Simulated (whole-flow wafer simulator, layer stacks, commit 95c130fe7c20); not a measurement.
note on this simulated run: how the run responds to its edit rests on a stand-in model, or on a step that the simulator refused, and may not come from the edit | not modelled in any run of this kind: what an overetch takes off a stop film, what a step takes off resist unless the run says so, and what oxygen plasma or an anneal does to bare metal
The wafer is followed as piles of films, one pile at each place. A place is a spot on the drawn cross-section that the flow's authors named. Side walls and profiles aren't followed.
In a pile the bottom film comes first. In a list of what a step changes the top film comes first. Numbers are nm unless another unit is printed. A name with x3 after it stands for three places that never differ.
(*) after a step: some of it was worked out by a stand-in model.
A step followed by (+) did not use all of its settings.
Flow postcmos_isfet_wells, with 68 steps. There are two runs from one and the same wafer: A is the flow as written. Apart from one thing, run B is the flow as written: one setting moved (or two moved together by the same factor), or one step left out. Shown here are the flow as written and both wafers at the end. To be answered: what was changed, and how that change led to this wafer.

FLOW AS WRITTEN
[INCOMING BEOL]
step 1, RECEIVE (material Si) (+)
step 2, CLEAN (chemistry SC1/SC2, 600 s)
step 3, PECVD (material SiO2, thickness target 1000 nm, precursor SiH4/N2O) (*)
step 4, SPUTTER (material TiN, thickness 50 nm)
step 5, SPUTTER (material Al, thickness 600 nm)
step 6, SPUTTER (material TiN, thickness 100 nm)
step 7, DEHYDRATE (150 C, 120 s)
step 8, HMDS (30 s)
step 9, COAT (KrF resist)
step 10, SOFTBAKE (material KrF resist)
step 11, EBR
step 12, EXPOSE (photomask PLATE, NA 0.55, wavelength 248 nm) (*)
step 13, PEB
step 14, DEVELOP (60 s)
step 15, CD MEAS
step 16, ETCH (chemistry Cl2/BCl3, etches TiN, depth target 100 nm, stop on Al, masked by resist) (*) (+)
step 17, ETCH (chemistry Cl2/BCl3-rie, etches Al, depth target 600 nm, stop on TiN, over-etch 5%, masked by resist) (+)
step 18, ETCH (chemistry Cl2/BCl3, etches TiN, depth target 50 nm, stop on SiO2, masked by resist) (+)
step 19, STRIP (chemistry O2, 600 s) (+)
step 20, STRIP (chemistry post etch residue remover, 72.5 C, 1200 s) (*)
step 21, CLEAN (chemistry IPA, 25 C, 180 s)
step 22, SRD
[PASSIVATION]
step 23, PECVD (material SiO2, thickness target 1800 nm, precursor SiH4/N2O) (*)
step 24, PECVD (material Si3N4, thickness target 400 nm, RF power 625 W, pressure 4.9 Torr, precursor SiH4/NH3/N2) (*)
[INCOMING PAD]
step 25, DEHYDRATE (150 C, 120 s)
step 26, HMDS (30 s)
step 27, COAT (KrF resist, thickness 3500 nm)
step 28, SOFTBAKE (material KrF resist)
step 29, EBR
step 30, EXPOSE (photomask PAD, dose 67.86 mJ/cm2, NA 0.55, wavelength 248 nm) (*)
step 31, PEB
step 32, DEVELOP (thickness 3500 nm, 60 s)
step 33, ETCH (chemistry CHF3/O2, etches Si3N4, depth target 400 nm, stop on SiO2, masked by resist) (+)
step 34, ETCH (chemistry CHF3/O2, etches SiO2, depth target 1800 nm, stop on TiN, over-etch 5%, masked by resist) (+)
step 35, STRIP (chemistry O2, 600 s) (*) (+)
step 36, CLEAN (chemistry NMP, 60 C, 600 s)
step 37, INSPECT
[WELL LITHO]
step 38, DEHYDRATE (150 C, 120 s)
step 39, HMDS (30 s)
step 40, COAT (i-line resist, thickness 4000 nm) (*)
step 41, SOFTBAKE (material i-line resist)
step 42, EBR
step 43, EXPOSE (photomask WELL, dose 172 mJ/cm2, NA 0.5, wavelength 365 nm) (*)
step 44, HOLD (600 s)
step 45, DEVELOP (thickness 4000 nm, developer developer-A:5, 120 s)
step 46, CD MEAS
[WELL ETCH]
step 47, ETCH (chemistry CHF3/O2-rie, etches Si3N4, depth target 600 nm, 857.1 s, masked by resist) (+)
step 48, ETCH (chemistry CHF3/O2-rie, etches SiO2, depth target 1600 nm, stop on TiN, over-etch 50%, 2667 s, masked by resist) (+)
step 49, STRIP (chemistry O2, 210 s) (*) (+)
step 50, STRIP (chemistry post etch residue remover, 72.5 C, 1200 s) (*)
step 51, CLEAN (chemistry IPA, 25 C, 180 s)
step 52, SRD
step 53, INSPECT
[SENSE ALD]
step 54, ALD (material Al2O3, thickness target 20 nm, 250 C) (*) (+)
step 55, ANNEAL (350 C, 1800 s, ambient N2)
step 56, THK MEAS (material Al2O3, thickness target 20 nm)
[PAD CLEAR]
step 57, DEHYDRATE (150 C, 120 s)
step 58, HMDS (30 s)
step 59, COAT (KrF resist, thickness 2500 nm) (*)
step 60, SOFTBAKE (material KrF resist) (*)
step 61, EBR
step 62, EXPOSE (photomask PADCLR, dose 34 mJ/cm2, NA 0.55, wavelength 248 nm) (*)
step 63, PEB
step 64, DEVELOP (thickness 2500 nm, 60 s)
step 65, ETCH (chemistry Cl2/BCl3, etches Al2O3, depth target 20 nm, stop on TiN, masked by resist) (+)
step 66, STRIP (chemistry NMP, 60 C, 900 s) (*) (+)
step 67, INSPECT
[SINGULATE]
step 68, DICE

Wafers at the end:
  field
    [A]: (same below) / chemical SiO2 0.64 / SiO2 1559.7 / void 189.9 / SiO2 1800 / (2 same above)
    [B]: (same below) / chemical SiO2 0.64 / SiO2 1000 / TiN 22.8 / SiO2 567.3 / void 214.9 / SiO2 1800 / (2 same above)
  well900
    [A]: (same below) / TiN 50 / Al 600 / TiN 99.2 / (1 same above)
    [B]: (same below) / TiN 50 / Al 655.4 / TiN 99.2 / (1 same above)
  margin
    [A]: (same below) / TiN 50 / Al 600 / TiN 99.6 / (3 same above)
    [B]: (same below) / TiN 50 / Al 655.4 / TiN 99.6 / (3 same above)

What caused this: step 5, SPUTTER: thickness 655.4 nm was run, though the flow has thickness 600 nm.
One can read it off the wafer: well900 has Al 655.4, and step 5 as written asks for 600 nm.

How this came from the change, step by step:
  step 5, SPUTTER (material Al, thickness 600 nm)
      field, margin, well900, well1300 x3, pad_rim, pad_clr, pad_open: A +600 Al (new film) | B +655.4 Al (new film)
  step 17, ETCH (chemistry Cl2/BCl3-rie, etches Al, depth target 600 nm, stop on TiN, over-etch 5%, masked by resist) (+)
      field: A -600 Al (all of it) | B -600 Al
  step 18, ETCH (chemistry Cl2/BCl3, etches TiN, depth target 50 nm, stop on SiO2, masked by resist) (+)
      field: A -50 TiN (all of it) | B -55.4 Al (all of it), -26.7 TiN
  step 23, PECVD (material SiO2, thickness target 1800 nm, precursor SiH4/N2O) (*)
      field: A +1800 SiO2 (new film), +189.9 void (new film), +559.7 SiO2 | B +1800 SiO2 (new film), +214.9 void (new film), +567.3 SiO2 (new film)
Taking metal films that touch as one body, field has 1 body; the flow as written gives 0 bodies.
